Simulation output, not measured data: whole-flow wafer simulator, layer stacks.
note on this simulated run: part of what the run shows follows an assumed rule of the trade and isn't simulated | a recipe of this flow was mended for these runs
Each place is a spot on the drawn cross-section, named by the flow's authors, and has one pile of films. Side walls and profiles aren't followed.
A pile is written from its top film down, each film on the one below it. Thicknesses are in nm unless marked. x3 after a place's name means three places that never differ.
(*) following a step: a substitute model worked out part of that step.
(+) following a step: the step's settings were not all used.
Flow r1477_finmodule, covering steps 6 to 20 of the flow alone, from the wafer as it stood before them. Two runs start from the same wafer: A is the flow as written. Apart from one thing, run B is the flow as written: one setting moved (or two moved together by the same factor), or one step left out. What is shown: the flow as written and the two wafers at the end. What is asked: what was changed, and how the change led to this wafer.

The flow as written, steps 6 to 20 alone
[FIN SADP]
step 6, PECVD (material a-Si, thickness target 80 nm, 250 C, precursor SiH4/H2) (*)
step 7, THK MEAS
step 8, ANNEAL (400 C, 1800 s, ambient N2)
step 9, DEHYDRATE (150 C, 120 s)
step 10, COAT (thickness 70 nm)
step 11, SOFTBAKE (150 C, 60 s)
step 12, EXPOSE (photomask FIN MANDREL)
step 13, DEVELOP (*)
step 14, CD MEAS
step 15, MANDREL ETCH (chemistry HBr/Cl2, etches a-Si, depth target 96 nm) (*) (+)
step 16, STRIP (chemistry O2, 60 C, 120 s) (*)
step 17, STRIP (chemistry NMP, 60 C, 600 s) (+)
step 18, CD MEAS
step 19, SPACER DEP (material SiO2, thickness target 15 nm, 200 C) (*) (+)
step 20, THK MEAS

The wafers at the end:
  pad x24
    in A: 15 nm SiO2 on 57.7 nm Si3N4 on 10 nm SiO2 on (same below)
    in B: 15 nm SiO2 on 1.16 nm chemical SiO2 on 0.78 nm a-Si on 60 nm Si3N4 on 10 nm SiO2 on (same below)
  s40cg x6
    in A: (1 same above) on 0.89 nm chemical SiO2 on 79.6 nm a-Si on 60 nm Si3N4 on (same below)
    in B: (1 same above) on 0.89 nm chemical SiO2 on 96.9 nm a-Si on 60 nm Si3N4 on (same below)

What caused this: step 6, PECVD: thickness target 97.3 nm was run, while the flow as written has thickness target 80 nm.

The path from the change to this, step by step:
  step 6, PECVD (material a-Si, thickness target 80 nm, 250 C, precursor SiH4/H2) (*)
      pad x24, s40cg x6, s40sg_line x6: A +80 a-Si (new film) | B +97.3 a-Si (new film)
  step 15, MANDREL ETCH (chemistry HBr/Cl2, etches a-Si, depth target 96 nm) (*) (+)
      pad x24, s40sg_line x6: A -80 a-Si (all of it), -2.29 Si3N4 | B -96 a-Si
  step 16, STRIP (chemistry O2, 60 C, 120 s) (*)
      pad x24, s40sg_line x6: A nothing | B +1.16 chemical SiO2 (new film), -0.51 a-Si
